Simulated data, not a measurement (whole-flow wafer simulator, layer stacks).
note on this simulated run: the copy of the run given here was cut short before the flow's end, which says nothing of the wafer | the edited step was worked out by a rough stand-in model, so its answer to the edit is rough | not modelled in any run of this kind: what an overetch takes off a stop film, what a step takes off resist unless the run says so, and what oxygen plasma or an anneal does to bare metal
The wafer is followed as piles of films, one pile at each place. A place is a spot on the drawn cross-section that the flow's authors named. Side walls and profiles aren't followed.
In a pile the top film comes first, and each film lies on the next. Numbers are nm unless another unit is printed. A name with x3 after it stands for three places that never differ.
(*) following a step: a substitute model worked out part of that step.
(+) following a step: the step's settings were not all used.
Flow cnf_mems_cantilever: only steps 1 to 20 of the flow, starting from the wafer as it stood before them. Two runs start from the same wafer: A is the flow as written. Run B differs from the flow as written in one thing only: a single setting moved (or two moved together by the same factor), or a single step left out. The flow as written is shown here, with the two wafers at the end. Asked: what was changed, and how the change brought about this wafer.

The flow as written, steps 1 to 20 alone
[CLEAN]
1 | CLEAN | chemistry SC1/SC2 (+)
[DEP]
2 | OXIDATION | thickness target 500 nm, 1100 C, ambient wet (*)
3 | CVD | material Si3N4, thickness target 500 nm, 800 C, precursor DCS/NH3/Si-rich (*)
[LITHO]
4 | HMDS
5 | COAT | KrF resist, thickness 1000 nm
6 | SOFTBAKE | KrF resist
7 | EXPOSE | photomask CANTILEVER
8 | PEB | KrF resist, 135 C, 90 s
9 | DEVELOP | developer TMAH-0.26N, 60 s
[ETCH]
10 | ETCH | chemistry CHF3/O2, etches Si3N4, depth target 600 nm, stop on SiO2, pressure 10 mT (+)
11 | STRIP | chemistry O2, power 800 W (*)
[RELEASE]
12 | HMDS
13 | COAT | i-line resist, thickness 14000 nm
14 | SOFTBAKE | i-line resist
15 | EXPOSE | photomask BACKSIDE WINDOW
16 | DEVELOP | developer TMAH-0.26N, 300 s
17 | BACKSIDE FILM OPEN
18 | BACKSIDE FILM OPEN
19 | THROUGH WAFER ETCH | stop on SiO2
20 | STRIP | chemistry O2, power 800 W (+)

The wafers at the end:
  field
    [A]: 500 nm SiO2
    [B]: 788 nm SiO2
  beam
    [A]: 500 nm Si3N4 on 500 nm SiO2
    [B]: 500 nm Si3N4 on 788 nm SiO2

Cause: step 2, OXIDATION: thickness target 788 nm was run, while the flow as written has thickness target 500 nm.
The wafer lets one read it off: field has SiO2 788, and step 2 as written asks for 500 nm.

How this came from the change, step by step:
  2 | OXIDATION | thickness target 500 nm, 1100 C, ambient wet (*)
      field, beam: A SiO2 gains 500 (new film), chemical SiO2 loses 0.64 (all of it), Si loses 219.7 | B SiO2 gains 788 (new film), chemical SiO2 loses 0.64 (all of it), Si loses 346.4
  19 | THROUGH WAFER ETCH | stop on SiO2
      field: A under 1 film: Si loses 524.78 um (all of it) | B under 1 film: Si loses 524.65 um (all of it)
      beam: A under 2 films: Si loses 524.78 um (all of it) | B under 2 films: Si loses 524.65 um (all of it)
